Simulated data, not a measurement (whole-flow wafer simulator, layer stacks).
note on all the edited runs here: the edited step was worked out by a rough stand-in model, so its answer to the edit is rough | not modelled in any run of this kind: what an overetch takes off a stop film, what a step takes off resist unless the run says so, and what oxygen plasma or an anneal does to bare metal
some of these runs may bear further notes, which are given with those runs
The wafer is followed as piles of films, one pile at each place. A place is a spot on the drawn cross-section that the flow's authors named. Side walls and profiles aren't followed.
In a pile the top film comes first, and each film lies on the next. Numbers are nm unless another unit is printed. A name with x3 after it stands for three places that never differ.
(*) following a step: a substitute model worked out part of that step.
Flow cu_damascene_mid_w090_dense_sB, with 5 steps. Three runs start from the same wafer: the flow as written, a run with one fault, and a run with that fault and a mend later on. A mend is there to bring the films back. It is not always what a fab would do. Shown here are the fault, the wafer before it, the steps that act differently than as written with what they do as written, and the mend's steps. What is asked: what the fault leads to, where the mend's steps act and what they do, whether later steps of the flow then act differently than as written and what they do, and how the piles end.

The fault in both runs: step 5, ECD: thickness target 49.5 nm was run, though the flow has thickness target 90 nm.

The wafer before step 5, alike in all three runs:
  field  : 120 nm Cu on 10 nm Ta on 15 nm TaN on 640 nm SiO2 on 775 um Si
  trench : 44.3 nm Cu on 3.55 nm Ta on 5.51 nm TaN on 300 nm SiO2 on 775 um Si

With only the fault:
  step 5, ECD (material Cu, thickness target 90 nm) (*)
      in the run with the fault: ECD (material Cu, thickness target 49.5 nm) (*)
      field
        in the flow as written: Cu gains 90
        in the run with the fault: Cu gains 49.5
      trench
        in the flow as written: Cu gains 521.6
        in the run with the fault: Cu gains 481.1
  None of the later steps of the flow acts differently than as written at any place that is followed.
  By the end, the piles at field, trench depart from the flow's by more than 2% or 0.5 nm, whichever is larger.
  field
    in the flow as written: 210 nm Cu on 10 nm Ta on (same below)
    in the run with the fault: 169.5 nm Cu on 10 nm Ta on (same below)
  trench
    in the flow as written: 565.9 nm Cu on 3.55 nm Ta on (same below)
    in the run with the fault: 525.4 nm Cu on 3.55 nm Ta on (same below)

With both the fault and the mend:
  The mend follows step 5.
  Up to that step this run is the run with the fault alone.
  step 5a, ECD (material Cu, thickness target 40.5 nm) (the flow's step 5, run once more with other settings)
      field, trench
        Cu gains 40.5
  None of the later steps of the flow acts differently than as written at any place that is followed.
  At every place that both follow, the piles at the end match the flow's.
